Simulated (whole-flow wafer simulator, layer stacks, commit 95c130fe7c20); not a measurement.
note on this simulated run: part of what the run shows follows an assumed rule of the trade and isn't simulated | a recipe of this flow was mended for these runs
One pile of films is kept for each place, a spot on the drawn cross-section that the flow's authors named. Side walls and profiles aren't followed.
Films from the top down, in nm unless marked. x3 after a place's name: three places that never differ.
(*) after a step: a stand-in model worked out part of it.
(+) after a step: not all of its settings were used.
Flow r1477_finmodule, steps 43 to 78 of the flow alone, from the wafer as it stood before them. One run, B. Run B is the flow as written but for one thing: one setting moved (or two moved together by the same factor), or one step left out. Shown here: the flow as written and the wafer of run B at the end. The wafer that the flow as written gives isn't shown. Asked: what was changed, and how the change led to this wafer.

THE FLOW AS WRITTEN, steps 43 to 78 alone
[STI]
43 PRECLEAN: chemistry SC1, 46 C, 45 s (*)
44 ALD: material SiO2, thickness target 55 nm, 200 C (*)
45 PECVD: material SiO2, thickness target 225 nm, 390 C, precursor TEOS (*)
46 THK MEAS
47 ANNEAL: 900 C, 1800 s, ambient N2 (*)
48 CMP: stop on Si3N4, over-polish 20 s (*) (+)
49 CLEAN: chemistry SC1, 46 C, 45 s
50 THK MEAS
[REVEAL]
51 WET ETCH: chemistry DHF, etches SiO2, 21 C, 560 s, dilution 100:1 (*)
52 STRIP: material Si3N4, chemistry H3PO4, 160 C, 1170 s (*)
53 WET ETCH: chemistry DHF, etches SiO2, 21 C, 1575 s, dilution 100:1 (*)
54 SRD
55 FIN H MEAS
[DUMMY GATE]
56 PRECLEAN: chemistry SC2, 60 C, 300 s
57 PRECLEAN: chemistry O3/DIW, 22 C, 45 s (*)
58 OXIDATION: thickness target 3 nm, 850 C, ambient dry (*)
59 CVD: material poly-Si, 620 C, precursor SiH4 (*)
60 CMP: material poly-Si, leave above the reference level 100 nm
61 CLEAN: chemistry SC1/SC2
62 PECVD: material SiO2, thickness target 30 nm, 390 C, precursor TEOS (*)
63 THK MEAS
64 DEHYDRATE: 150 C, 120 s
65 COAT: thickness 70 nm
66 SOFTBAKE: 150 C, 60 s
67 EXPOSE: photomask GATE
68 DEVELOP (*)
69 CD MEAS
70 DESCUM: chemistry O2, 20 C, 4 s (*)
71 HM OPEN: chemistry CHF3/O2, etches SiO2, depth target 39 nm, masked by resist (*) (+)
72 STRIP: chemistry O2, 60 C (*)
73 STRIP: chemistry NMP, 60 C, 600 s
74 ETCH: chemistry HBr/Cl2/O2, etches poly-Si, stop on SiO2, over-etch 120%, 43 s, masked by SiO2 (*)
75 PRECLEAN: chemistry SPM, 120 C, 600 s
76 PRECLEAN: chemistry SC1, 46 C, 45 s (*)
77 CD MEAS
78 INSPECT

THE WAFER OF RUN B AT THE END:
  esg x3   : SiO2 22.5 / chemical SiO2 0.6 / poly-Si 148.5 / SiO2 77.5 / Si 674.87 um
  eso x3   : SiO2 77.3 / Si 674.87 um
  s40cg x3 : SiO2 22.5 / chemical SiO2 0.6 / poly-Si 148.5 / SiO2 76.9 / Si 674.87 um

The cause: step 51, WET ETCH: 23.1 C was run, where the flow has 21 C.

How the change led to this, step by step:
  51 WET ETCH: chemistry DHF, etches SiO2, 21 C, 560 s, dilution 100:1 (*)
      esg x3, e200sg, s40cg x3, s40sg x3, eso x3, e200so, s40co x3, s40so x3: SiO2 -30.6 (as written it would be: SiO2 -28.1)
      pad, padg: SiO2 -33.2 (as written it would be: SiO2 -30.5)
  60 CMP: material poly-Si, leave above the reference level 100 nm
      pad, padg: poly-Si -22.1 (as written it would be: poly-Si -24.8)
